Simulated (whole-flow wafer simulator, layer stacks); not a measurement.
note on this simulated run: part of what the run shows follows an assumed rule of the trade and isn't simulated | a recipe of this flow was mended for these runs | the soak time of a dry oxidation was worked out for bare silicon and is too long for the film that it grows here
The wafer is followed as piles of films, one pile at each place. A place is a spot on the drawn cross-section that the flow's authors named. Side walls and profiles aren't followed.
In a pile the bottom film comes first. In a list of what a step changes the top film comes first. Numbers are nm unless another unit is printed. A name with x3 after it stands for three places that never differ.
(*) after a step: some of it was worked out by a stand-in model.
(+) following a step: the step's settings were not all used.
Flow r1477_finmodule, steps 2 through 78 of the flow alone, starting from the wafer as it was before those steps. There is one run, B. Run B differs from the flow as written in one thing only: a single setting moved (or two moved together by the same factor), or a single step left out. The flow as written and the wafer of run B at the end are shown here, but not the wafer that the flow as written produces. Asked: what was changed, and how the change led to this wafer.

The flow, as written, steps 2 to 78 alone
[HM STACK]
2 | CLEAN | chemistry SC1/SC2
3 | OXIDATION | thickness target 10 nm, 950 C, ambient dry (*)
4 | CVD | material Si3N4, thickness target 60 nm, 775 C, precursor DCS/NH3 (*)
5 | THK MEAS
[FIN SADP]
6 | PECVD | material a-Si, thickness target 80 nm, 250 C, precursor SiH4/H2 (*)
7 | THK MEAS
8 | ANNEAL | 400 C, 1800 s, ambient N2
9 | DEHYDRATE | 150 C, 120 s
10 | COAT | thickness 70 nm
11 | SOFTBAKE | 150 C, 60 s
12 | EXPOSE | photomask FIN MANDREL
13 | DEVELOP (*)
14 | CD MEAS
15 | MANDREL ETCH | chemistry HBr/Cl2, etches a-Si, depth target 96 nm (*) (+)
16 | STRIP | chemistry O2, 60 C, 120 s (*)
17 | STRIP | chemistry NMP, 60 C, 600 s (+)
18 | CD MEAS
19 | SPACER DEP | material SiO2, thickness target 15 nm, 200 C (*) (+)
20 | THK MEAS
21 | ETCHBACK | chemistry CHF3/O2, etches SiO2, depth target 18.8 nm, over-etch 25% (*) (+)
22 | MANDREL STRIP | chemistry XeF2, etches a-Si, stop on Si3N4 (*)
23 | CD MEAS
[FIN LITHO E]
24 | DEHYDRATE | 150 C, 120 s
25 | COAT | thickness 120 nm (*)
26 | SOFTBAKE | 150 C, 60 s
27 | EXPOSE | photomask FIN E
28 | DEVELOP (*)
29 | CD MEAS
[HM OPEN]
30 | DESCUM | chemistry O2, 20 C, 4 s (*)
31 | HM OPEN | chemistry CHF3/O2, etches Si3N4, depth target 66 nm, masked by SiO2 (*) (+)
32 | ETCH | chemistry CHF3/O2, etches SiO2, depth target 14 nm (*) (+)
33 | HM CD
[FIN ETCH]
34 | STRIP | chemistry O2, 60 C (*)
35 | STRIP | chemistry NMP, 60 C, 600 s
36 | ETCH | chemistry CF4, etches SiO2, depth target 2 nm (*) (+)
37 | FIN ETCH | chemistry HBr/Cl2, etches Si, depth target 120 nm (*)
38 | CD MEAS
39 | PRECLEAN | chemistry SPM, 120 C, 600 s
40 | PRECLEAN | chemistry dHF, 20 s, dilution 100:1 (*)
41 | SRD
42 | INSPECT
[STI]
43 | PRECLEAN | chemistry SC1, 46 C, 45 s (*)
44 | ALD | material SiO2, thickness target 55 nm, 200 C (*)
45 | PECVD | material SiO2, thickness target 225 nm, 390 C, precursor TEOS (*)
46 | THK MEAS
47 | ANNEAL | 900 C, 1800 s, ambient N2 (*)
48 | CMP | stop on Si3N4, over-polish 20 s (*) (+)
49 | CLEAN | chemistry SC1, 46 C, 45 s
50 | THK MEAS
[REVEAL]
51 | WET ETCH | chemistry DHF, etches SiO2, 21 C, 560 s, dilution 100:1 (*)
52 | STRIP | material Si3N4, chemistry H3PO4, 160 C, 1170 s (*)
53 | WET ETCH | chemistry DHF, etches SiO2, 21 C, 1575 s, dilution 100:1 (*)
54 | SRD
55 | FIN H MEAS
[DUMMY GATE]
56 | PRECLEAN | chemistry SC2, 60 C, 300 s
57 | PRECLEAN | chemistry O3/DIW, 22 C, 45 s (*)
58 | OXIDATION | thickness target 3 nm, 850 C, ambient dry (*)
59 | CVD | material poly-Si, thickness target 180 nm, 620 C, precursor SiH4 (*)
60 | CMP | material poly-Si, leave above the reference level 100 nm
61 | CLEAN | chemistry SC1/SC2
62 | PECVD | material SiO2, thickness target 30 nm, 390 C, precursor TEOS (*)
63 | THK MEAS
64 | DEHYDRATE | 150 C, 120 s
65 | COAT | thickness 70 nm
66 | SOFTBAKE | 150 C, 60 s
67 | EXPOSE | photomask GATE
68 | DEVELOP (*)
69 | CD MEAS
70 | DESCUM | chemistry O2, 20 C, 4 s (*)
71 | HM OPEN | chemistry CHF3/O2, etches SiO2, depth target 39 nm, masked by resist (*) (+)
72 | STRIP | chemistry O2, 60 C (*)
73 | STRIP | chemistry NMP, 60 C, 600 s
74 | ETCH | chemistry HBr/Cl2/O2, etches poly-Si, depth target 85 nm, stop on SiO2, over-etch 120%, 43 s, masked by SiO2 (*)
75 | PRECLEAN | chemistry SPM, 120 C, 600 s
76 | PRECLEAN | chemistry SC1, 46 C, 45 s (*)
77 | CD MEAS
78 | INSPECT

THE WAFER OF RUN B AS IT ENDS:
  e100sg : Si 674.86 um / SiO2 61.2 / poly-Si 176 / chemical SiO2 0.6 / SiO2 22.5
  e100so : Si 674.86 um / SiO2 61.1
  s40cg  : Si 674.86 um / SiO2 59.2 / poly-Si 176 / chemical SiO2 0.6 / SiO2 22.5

The reason: step 4, CVD: thickness target 30 nm was run, though the flow has thickness target 60 nm.

How this came from the change, step by step:
  4 | CVD | material Si3N4, thickness target 60 nm, 775 C, precursor DCS/NH3 (*)
      pad, padg, elg x4 and 30 more: +30 Si3N4 (new film) (in the flow as written it would be: +60 Si3N4 (new film))
  31 | HM OPEN | chemistry CHF3/O2, etches Si3N4, depth target 66 nm, masked by SiO2 (*) (+)
      pad, padg, esg and 13 more: -24.1 Si3N4 (all of it), -10 SiO2 (all of it), -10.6 Si (in the flow as written it would be: -54.1 Si3N4 (all of it), -5.95 SiO2)
      s40cg, s45cg, s50cg, s40co, s45co, s50co: -30 Si3N4 (all of it), -10 SiO2 (all of it), -8.67 Si (in the flow as written it would be: -60 Si3N4 (all of it), -3 SiO2)
  32 | ETCH | chemistry CHF3/O2, etches SiO2, depth target 14 nm (*) (+)
      e100sg, s40sg, e100so, s40so: -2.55 Si (in the flow as written it would be: -4.05 SiO2 (all of it), -1.99 Si)
      pad, padg: -2.8 Si (in the flow as written it would be: -4.05 SiO2 (all of it), -1.99 Si)
      (also at 16 further places)
  44 | ALD | material SiO2, thickness target 55 nm, 200 C (*)
      s45cg, s50cg, s45co, s50co: +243 SiO2 (new film) (in the flow as written it would be: +263.2 SiO2 (new film))
      s45sg, s50sg, s45so, s50so: +244.9 SiO2 (new film) (in the flow as written it would be: +263.8 SiO2 (new film))
      (also at 12 further places)
  48 | CMP | stop on Si3N4, over-polish 20 s (*) (+)
      pad, padg: -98 SiO2 (in the flow as written it would be: -79.4 SiO2)
  52 | STRIP | material Si3N4, chemistry H3PO4, 160 C, 1170 s (*)
      elg x4, elo x4: -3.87 Si3N4 (all of it), -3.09 SiO2 (in the flow as written it would be: -33.9 Si3N4 (all of it), -2.15 SiO2)
      s40sg_line, s45sg_line, s50sg_line, s40so_line, s45so_line, s50so_line: -25.1 Si3N4 (all of it), -2.42 SiO2 (in the flow as written it would be: -55.1 Si3N4 (all of it), -1.49 SiO2)
  53 | WET ETCH | chemistry DHF, etches SiO2, 21 C, 1575 s, dilution 100:1 (*)
      elg x4, elo x4: -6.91 SiO2 (all of it) (in the flow as written it would be: -7.85 SiO2 (all of it))
      s40sg_line, s45sg_line, s50sg_line, s40so_line, s45so_line, s50so_line: -7.58 SiO2 (all of it) (in the flow as written it would be: -8.51 SiO2 (all of it))
  59 | CVD | material poly-Si, thickness target 180 nm, 620 C, precursor SiH4 (*)
      esg, e40sg, e100sg and 15 more: +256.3 poly-Si (new film) (in the flow as written it would be: +226.3 poly-Si (new film))
      e200sg, e200so: +256.3 poly-Si (new film) (in the flow as written it would be: +219.2 poly-Si (new film))
  60 | CMP | material poly-Si, leave above the reference level 100 nm
      pad, padg: nothing (in the flow as written it would be: -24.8 poly-Si)
      e200sg, e200so: -80 poly-Si (in the flow as written it would be: -72.9 poly-Si)
  74 | ETCH | chemistry HBr/Cl2/O2, etches poly-Si, depth target 85 nm, stop on SiO2, over-etch 120%, 43 s, masked by SiO2 (*)
      e100so, s40so, s45co: -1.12 chemical SiO2 (all of it), -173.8 poly-Si (all of it) (in the flow as written it would be: -1.12 chemical SiO2 (all of it), -143.9 poly-Si (all of it), -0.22 SiO2)
      eso, e40so, e200so, s40co, s45so, s50co, s50so: -1.12 chemical SiO2 (all of it), -173.8 poly-Si (all of it), -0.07 SiO2 (in the flow as written it would be: -1.12 chemical SiO2 (all of it), -143.9 poly-Si (all of it), -0.22 SiO2)
      (also at 1 further place)
